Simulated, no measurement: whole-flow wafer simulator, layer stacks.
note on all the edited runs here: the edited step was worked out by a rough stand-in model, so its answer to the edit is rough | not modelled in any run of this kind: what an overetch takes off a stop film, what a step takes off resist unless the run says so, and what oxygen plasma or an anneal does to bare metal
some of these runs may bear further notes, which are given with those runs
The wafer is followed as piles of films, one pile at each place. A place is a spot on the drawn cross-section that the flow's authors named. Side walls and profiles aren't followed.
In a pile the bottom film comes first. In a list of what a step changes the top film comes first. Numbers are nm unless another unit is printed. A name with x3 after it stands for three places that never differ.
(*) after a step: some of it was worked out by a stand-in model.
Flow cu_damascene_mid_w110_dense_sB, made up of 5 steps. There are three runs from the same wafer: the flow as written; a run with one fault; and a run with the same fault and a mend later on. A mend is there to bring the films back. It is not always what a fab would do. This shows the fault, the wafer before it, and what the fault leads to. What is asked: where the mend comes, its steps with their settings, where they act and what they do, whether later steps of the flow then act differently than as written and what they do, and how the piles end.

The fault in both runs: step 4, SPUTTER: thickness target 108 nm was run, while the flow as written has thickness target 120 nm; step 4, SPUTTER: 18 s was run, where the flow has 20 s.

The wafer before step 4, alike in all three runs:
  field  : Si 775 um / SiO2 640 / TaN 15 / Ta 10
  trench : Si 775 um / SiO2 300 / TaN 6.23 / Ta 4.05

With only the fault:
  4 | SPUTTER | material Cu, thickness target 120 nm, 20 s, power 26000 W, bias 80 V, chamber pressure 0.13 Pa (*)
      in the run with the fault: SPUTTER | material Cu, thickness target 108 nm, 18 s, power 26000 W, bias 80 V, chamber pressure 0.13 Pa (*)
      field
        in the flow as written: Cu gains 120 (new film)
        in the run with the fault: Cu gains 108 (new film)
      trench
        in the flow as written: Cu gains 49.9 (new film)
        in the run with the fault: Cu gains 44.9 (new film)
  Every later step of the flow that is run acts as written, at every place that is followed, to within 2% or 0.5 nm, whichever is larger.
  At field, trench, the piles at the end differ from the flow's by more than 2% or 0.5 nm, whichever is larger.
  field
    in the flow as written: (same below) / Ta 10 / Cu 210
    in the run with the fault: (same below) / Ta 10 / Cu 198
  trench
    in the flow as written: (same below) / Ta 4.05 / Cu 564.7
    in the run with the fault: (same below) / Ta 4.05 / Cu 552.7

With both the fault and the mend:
  The mend stands after step 4.
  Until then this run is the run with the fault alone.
  4a | SPUTTER | material Cu, thickness target 12 nm, 2 s, power 26000 W, bias 80 V, chamber pressure 0.13 Pa (*) (a further turn of the flow's step 4, with different settings)
      field
        Cu gains 12
      trench
        Cu gains 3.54
  Every later step of the flow that is run acts as written, at every place that is followed, to within 2% or 0.5 nm, whichever is larger.
  By the end, the piles equal the flow's at every place that both follow.
